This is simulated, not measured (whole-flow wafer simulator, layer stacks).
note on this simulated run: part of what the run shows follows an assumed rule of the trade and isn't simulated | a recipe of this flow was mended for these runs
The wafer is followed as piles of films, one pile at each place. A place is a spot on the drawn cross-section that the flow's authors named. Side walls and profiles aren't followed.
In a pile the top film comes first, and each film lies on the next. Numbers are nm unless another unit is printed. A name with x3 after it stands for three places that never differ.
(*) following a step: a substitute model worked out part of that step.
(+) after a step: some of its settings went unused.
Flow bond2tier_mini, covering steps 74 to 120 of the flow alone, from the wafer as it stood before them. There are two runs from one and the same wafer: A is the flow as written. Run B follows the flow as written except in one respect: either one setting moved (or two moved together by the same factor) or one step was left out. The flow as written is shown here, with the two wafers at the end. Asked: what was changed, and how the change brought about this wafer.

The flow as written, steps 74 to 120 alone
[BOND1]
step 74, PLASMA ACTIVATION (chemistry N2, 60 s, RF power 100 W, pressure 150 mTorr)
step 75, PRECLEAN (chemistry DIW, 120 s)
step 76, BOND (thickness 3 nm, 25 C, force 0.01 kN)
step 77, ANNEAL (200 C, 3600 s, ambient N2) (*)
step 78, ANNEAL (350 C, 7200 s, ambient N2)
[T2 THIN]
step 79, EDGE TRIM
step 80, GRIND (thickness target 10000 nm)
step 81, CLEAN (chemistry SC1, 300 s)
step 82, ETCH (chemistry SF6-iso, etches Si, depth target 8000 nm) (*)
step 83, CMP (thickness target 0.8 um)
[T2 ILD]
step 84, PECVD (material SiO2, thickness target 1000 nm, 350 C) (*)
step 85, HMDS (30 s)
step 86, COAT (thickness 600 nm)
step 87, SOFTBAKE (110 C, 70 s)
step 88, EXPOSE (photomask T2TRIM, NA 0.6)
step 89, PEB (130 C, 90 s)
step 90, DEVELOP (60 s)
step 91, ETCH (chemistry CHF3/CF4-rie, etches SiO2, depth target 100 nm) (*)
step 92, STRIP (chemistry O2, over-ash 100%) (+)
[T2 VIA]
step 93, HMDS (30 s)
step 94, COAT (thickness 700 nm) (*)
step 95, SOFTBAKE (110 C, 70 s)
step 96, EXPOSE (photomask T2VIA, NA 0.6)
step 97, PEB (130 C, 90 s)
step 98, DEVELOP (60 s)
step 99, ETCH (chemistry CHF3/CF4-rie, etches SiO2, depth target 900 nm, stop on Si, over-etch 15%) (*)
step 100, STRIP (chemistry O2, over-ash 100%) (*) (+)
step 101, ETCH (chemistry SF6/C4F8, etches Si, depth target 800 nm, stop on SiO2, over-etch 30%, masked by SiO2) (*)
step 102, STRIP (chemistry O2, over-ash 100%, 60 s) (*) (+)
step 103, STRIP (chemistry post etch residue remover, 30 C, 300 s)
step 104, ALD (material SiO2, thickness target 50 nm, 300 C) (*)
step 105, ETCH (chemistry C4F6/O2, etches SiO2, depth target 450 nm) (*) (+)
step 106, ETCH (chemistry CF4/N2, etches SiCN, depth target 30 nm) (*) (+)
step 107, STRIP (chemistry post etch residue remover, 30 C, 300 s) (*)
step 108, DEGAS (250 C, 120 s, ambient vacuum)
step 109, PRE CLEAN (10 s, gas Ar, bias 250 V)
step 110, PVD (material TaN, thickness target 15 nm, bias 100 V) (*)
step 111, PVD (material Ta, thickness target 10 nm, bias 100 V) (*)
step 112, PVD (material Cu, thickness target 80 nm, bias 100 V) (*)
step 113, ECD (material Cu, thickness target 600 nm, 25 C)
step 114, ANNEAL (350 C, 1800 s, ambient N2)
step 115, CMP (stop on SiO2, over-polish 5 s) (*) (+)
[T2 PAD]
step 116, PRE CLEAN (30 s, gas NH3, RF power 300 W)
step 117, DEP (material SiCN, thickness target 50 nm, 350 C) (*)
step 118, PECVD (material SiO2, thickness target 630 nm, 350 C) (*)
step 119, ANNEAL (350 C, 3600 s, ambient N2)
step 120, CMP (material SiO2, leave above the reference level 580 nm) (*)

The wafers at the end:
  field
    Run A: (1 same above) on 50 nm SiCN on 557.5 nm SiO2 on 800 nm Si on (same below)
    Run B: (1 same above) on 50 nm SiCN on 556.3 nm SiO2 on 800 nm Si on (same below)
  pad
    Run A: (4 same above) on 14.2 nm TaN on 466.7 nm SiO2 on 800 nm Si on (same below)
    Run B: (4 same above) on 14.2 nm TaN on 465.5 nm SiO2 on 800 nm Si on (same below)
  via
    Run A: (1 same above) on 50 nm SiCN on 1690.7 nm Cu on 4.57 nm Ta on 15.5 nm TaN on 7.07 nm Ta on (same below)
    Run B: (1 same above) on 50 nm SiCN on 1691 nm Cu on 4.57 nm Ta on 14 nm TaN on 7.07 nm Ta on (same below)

What caused this: step 109, PRE CLEAN: 14 s was run, whereas the flow has 10 s.

The path from the change to this, step by step:
  step 109, PRE CLEAN (10 s, gas Ar, bias 250 V)
      field, pad: A SiO2 loses 3 | B SiO2 loses 4.2
      via: A TaN loses 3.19 | B TaN loses 4.74
